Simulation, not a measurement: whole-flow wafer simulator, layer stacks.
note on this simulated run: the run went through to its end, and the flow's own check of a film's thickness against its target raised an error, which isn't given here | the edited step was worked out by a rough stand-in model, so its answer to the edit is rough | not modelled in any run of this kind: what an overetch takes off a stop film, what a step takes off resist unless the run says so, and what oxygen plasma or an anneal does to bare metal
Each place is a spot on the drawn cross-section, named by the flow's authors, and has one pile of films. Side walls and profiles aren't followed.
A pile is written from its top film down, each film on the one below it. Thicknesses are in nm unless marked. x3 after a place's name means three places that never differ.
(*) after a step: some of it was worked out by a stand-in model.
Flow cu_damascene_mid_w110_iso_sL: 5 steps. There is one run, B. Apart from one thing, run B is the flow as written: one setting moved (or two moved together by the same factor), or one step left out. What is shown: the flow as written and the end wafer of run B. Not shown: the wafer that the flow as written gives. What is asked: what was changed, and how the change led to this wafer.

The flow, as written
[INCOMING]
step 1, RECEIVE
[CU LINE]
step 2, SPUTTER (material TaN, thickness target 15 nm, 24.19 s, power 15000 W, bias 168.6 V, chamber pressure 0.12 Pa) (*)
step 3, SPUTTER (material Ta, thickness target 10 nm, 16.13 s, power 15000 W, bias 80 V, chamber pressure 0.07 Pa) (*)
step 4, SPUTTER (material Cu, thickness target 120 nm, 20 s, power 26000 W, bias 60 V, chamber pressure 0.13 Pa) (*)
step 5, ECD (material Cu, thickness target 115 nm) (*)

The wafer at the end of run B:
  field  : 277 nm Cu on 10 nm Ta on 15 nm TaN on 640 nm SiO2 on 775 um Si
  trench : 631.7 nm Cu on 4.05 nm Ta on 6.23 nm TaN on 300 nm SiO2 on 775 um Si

The reason: step 4, SPUTTER: thickness target 162 nm was run, while the flow as written has thickness target 120 nm; step 4, SPUTTER: 27 s was run, where the flow has 20 s.

How this came from the change, step by step:
  step 4, SPUTTER (material Cu, thickness target 120 nm, 20 s, power 26000 W, bias 60 V, chamber pressure 0.13 Pa) (*)
      field: Cu gains 162 (new film) (as written it would have been: Cu gains 120 (new film))
      trench: Cu gains 67.4 (new film) (as written it would have been: Cu gains 49.9 (new film))
  step 5, ECD (material Cu, thickness target 115 nm) (*)
      trench: Cu gains 564.3 (as written it would have been: Cu gains 539.8)
